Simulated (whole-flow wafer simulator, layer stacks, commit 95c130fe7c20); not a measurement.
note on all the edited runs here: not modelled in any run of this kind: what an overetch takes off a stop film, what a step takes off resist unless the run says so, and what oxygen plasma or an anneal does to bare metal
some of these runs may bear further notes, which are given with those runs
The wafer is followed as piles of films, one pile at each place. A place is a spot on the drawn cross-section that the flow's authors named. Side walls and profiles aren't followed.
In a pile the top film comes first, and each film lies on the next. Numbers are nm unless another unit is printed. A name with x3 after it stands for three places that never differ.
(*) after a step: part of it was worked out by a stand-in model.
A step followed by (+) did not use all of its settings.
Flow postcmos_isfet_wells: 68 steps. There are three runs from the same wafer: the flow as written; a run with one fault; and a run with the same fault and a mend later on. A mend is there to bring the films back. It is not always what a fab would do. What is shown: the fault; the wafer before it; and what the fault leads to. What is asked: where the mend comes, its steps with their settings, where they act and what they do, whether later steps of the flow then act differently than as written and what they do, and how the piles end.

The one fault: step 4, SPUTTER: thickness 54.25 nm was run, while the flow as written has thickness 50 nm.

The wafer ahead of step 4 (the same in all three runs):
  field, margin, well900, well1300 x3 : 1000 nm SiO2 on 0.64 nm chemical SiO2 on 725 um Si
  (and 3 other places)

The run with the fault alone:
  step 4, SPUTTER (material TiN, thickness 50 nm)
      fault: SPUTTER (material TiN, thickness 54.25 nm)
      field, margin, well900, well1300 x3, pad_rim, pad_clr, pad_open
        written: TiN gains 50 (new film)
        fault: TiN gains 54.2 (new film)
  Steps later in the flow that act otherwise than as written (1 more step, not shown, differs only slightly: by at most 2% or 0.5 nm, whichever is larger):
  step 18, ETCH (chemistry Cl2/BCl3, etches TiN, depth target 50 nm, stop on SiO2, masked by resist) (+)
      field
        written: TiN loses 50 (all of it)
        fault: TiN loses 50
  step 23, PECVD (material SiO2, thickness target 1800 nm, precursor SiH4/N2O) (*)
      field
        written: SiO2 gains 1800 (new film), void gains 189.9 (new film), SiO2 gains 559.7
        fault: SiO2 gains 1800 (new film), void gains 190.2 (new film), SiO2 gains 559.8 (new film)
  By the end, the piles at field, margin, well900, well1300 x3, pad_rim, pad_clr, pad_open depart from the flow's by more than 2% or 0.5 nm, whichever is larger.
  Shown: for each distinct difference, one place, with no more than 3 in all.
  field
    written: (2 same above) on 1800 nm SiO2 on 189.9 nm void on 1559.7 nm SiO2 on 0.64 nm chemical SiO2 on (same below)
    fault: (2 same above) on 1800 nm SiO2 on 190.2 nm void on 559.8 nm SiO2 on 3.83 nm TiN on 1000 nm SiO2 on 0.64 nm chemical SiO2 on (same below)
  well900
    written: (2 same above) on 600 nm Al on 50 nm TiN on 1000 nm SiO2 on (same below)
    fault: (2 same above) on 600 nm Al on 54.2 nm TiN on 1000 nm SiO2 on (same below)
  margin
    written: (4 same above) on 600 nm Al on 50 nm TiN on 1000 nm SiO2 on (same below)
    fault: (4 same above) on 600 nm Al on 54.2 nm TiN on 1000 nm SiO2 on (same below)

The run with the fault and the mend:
  The mend stands after step 4.
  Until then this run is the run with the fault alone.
  step 4a, ETCH (chemistry peroxide tin strip, depth target 4.25 nm)
      field, margin, well900, well1300 x3, pad_rim, pad_clr, pad_open
        TiN loses 4.25
  Every later step of the flow that is run acts as written at every place that is followed.
  The piles end the same as the flow's at every place that both follow.
